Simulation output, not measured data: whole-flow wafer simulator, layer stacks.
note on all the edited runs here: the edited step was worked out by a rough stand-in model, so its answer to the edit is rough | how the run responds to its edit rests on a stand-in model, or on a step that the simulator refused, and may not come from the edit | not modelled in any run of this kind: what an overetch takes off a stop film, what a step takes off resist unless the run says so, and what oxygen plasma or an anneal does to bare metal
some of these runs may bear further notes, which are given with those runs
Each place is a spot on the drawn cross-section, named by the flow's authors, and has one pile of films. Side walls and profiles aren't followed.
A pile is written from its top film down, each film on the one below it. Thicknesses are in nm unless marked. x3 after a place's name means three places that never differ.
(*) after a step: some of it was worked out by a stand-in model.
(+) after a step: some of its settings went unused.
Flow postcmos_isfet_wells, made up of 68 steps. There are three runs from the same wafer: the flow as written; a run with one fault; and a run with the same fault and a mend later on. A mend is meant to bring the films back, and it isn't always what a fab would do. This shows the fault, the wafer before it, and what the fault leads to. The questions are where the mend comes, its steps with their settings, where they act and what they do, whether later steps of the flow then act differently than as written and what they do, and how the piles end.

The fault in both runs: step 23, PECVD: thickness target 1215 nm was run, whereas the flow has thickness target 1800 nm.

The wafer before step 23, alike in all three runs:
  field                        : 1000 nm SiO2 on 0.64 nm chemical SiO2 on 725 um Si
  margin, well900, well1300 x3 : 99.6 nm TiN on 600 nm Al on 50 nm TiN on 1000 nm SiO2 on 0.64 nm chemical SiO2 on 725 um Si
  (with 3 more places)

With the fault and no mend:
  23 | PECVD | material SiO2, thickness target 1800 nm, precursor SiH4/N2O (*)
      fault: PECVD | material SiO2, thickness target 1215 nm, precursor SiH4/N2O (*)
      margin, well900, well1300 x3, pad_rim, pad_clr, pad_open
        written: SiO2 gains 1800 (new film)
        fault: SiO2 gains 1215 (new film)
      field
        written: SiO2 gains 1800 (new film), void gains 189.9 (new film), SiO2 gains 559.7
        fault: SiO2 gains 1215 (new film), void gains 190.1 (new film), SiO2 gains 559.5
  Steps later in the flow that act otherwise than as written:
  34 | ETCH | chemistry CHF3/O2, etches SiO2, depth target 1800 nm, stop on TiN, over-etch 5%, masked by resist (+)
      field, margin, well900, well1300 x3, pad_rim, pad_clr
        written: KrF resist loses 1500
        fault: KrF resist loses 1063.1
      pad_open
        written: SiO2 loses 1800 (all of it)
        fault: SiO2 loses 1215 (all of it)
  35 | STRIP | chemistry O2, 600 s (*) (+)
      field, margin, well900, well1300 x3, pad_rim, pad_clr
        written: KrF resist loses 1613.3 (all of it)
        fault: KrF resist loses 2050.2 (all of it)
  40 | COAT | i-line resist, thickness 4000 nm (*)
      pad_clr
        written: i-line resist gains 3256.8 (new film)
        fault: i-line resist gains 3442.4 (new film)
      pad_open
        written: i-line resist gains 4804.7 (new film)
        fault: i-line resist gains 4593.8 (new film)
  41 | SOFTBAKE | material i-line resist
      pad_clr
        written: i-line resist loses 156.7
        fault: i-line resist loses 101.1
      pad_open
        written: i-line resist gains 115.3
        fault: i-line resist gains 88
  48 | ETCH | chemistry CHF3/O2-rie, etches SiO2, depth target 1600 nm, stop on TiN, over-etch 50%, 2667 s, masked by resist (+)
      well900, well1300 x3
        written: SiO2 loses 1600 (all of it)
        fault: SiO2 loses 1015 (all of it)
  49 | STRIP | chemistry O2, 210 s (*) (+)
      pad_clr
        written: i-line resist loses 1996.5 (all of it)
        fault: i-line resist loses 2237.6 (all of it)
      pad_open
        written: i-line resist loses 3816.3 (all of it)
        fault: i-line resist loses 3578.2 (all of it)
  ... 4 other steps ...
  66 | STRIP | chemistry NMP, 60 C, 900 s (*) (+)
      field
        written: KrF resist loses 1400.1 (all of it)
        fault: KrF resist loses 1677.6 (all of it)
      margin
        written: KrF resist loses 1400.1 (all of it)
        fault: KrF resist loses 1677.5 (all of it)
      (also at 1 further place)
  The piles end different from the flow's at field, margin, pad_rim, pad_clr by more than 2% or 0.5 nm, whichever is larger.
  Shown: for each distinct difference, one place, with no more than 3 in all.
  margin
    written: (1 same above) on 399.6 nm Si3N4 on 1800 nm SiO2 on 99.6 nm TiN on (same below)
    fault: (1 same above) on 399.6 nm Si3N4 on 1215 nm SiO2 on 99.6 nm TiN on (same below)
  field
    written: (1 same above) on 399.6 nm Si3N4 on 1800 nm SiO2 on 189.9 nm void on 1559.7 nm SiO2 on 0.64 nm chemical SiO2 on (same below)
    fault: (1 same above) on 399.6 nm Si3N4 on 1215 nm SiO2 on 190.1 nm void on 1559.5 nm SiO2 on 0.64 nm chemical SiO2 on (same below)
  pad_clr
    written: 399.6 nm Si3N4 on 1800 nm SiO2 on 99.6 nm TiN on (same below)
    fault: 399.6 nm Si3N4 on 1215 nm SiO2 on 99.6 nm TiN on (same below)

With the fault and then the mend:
  After step 23 comes the mend.
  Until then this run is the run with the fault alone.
  23a | PECVD | material SiO2, thickness target 585 nm, precursor SiH4/N2O (*) (a further turn of the flow's step 23, with different settings)
      field, margin, well900, well1300 x3, pad_rim, pad_clr, pad_open
        SiO2 gains 585
  Every later step of the flow that is run acts as written at every place that is followed.
  The piles end only slightly different from the flow's at the places that both follow, by no more than 2% or 0.5 nm, whichever is larger.
